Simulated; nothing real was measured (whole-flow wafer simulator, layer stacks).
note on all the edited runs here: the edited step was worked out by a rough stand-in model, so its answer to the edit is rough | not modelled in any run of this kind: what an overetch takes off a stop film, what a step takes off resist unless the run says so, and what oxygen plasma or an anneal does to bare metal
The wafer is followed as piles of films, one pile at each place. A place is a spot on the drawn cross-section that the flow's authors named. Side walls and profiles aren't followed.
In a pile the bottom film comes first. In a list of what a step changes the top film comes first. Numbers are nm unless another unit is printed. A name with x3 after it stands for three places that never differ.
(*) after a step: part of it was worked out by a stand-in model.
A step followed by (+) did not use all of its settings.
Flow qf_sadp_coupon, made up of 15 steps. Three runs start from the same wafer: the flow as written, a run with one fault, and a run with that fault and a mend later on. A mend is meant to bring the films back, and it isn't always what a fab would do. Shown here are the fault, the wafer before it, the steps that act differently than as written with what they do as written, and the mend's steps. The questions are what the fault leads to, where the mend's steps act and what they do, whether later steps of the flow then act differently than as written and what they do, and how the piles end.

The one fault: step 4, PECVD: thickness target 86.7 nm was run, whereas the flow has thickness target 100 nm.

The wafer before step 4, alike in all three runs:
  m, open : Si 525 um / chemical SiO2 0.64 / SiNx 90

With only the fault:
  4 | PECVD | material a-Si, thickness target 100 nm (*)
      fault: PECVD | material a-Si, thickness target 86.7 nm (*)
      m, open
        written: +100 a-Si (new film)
        fault: +86.7 a-Si (new film)
  Steps later in the flow that act otherwise than as written:
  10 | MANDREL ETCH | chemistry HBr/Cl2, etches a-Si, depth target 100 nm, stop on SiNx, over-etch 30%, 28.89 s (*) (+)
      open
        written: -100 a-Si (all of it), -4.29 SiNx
        fault: -86.7 a-Si (all of it), -6.19 SiNx
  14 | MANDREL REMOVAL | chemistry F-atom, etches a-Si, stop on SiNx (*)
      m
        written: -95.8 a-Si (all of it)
        fault: -82.5 a-Si (all of it)
  At open, the piles at the end differ from the flow's by more than 2% or 0.5 nm, whichever is larger.
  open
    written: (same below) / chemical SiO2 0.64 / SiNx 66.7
    fault: (same below) / chemical SiO2 0.64 / SiNx 64.8

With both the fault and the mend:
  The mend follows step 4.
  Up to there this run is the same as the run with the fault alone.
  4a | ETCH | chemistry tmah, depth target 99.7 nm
      m, open
        -86.7 a-Si (all of it)
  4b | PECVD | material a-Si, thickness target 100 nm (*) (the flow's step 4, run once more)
      m, open
        +100 a-Si (new film)
  None of the later steps of the flow acts differently than as written at any place that is followed.
  At every place that both follow, the piles at the end match the flow's.
